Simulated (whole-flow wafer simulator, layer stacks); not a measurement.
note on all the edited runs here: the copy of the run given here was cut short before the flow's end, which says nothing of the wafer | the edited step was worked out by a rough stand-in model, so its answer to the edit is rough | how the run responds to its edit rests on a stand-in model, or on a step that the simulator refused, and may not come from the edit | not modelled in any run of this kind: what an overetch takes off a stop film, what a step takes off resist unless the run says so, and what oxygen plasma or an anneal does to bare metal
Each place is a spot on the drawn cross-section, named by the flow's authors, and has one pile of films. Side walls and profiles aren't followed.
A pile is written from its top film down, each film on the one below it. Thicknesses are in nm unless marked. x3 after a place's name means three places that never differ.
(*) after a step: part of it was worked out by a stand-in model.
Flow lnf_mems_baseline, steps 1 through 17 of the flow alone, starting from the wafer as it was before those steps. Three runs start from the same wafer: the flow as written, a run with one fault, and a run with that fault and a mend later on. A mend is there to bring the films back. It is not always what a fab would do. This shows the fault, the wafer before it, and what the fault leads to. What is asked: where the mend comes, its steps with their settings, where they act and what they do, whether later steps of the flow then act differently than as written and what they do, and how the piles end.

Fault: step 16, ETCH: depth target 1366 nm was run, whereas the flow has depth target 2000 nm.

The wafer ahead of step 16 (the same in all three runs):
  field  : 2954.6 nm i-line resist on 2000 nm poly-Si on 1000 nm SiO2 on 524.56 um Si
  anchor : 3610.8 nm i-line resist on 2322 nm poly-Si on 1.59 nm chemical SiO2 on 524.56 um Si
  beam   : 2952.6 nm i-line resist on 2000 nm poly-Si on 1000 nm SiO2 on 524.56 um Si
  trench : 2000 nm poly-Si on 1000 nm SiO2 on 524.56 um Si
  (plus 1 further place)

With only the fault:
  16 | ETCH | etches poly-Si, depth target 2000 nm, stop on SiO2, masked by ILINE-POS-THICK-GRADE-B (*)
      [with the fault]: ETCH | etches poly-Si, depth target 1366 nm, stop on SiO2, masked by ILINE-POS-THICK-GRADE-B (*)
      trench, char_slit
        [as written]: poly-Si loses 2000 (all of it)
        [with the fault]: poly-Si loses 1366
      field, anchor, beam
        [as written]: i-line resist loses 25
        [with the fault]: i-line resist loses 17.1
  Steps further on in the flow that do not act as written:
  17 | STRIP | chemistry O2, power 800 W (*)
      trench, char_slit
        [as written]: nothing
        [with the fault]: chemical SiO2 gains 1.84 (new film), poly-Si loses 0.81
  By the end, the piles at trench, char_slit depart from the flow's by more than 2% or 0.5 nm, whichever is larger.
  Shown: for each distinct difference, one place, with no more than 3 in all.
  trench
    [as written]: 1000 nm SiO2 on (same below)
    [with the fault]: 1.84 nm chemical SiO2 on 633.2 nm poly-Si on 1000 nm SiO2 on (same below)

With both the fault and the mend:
  After step 16 comes the mend.
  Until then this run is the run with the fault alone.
  16a | ETCH | etches poly-Si, depth target 634 nm, stop on SiO2, masked by ILINE-POS-THICK-GRADE-B (*) (a further turn of the flow's step 16, with different settings)
      field, anchor
        i-line resist loses 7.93
      trench, char_slit
        poly-Si loses 634 (all of it)
      beam
        i-line resist loses 7.92
  None of the later steps of the flow acts differently than as written at any place that is followed.
  At every place that both follow, the piles at the end match the flow's.
